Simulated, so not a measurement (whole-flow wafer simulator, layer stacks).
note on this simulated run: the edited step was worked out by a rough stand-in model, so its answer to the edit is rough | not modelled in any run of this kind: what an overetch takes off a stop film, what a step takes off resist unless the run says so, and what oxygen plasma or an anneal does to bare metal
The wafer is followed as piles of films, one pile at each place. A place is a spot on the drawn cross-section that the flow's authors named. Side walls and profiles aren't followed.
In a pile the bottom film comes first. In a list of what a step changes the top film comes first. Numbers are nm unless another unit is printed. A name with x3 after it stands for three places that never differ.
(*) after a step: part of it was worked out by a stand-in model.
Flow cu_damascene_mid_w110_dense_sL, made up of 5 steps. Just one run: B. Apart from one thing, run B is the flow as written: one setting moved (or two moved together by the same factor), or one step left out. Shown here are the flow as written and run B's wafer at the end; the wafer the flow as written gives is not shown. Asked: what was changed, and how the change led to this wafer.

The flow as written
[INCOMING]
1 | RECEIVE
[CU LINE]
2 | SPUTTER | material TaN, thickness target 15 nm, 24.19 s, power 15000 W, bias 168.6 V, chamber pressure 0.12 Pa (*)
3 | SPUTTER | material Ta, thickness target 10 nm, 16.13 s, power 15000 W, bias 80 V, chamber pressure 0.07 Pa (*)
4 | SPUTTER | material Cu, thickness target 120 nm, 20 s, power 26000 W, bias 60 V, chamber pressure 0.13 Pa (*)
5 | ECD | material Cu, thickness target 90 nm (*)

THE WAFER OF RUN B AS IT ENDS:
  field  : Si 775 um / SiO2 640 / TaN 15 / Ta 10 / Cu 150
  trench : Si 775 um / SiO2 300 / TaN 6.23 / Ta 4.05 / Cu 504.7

The reason: step 4, SPUTTER: 10 s was run, though the flow has 20 s.

The path from the change to this, step by step:
  4 | SPUTTER | material Cu, thickness target 120 nm, 20 s, power 26000 W, bias 60 V, chamber pressure 0.13 Pa (*)
      field: Cu gains 60 (new film) (in the flow as written it would be: Cu gains 120 (new film))
      trench: Cu gains 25 (new film) (in the flow as written it would be: Cu gains 49.9 (new film))
  5 | ECD | material Cu, thickness target 90 nm (*)
      trench: Cu gains 479.8 (in the flow as written it would be: Cu gains 514.8)
